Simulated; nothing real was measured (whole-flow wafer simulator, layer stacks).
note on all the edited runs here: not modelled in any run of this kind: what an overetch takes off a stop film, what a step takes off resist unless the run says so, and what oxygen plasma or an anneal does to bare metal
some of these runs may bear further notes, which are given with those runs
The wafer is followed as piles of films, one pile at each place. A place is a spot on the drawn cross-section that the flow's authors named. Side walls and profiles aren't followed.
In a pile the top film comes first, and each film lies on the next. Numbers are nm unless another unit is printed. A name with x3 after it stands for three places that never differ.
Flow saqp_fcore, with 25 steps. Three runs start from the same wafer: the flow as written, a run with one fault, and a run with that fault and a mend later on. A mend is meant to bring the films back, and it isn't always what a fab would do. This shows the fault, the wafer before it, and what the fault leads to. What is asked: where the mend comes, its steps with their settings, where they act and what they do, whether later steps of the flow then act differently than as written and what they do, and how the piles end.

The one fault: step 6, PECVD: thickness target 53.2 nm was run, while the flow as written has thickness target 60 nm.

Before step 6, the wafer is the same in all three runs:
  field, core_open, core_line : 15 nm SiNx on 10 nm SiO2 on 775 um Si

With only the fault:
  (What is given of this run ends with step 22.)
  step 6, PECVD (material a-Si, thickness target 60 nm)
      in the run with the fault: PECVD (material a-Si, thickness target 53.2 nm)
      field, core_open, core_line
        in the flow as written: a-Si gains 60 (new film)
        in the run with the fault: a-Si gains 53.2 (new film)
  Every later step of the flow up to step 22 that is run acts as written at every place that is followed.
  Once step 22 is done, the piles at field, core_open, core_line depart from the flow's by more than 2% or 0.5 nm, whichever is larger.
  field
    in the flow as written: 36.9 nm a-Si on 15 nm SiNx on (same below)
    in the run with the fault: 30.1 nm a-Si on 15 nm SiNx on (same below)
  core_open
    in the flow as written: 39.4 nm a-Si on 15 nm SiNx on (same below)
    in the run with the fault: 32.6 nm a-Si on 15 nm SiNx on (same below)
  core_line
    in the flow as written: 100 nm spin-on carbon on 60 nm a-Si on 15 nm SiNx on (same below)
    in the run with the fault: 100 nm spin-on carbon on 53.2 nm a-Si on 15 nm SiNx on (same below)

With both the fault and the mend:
  After step 7 comes the mend.
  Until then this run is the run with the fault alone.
  step 7a, ETCH (chemistry tmah, depth target 61.18 nm)
      field, core_open, core_line
        a-Si loses 53.2 (all of it)
  step 7b, PECVD (material a-Si, thickness target 60 nm) (a further turn of the flow's step 6)
      field, core_open, core_line
        a-Si gains 60 (new film)
  Every later step of the flow that is run acts as written at every place that is followed.
  At every place that both follow, the piles at the end match the flow's.
